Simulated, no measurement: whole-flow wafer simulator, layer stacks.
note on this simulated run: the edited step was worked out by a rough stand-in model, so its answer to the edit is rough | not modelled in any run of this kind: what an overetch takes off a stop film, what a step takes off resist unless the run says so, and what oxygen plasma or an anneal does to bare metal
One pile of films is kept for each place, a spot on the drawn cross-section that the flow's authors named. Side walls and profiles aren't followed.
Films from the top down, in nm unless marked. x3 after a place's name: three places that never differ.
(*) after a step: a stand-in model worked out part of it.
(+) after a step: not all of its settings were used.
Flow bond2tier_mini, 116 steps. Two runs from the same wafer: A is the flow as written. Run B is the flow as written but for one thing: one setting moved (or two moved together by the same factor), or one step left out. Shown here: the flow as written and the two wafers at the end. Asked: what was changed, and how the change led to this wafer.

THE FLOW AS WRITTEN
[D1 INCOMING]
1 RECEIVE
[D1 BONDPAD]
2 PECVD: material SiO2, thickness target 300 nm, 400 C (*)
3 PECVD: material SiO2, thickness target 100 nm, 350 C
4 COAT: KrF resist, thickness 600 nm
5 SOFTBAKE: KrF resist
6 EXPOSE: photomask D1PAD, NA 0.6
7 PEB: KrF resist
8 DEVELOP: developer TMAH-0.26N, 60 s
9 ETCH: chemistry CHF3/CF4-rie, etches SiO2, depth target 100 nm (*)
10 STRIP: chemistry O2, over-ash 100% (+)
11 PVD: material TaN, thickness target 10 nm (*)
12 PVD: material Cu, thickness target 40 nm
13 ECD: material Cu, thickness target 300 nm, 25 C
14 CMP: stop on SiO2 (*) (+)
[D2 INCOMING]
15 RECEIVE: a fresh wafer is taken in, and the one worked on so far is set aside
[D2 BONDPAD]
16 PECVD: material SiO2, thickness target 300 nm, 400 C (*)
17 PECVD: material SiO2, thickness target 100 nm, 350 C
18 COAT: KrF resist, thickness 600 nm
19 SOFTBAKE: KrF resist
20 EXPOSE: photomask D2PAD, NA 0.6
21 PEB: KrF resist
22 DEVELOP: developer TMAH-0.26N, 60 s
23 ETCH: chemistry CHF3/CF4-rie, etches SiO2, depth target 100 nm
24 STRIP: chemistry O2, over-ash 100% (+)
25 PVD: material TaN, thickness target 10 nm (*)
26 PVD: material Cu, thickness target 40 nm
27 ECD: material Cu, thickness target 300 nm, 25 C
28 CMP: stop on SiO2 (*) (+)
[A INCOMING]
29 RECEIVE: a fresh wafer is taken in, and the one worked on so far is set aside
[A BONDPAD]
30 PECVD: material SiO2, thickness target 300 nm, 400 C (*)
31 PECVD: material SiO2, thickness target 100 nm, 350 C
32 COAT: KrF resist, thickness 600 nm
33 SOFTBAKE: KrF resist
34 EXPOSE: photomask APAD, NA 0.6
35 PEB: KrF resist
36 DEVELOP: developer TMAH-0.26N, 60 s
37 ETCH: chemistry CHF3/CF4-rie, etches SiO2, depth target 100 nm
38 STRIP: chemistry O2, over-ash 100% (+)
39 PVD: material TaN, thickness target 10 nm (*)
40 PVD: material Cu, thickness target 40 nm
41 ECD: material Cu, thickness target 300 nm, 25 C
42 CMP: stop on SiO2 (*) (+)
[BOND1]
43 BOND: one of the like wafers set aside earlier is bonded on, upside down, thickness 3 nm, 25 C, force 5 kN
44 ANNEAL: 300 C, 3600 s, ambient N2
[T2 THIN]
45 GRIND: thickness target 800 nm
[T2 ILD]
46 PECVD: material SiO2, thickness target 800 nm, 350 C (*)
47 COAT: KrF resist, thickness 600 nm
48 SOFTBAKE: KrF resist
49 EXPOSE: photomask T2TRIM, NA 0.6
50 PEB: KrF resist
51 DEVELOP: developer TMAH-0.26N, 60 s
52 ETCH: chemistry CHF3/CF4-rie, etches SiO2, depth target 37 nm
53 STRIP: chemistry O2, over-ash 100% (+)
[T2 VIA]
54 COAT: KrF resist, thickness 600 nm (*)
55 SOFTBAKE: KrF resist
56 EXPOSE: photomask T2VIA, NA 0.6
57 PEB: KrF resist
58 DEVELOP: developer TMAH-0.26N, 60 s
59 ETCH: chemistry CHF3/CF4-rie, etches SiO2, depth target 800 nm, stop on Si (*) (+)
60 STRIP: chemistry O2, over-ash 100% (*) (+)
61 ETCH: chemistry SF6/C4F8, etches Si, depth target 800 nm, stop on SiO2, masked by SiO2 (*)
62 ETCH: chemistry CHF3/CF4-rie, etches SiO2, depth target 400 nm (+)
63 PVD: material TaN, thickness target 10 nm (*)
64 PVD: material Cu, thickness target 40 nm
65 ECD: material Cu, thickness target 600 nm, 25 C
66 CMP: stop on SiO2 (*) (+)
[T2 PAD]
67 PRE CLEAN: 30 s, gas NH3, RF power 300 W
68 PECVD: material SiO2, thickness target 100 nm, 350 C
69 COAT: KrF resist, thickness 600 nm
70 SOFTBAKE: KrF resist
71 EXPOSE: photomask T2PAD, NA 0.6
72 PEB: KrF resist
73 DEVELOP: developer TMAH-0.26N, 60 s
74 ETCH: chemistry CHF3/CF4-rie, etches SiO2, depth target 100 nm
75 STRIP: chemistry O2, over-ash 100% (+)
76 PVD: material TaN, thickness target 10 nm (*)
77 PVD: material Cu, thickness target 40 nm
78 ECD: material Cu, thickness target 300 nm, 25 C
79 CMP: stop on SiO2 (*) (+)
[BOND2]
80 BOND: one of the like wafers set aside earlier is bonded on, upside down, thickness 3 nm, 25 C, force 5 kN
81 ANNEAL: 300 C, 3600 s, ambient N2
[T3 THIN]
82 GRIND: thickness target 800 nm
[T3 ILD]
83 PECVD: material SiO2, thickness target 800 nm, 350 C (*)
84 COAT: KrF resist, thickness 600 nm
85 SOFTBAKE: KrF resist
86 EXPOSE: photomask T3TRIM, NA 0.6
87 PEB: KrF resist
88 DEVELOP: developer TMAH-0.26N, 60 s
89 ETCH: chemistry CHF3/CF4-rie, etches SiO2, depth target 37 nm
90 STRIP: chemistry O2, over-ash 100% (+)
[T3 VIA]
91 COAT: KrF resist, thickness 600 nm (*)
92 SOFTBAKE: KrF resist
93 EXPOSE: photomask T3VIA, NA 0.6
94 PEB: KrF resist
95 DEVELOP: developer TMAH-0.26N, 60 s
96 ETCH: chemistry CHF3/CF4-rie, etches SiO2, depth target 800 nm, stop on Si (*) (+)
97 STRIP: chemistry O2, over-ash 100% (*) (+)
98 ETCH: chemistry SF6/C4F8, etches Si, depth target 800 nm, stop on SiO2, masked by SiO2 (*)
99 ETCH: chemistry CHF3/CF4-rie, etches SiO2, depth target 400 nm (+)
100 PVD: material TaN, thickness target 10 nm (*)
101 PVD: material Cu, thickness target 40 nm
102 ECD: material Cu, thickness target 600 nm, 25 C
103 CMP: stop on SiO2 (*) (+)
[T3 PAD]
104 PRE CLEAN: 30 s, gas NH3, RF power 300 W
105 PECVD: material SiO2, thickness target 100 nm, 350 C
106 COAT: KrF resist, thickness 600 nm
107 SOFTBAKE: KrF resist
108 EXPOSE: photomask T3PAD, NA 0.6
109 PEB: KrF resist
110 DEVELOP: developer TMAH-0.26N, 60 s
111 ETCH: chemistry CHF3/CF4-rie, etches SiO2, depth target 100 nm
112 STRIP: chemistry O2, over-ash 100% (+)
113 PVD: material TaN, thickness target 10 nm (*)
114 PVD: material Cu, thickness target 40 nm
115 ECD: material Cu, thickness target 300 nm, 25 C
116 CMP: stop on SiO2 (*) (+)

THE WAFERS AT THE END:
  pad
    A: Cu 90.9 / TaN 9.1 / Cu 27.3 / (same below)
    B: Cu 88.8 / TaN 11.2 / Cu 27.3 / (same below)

The cause: step 113, PVD: thickness target 12.3 nm was run, where the flow has thickness target 10 nm.

How the change led to this, step by step:
  113 PVD: material TaN, thickness target 10 nm (*)
      field: A TaN +10 (new film) | B TaN +12.3 (new film)
      pad: A TaN +9.1 (new film) | B TaN +11.2 (new film)
  116 CMP: stop on SiO2 (*) (+)
      field: A Cu -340 (all of it), TaN -10 (all of it) | B Cu -340 (all of it), TaN -12.3 (all of it)
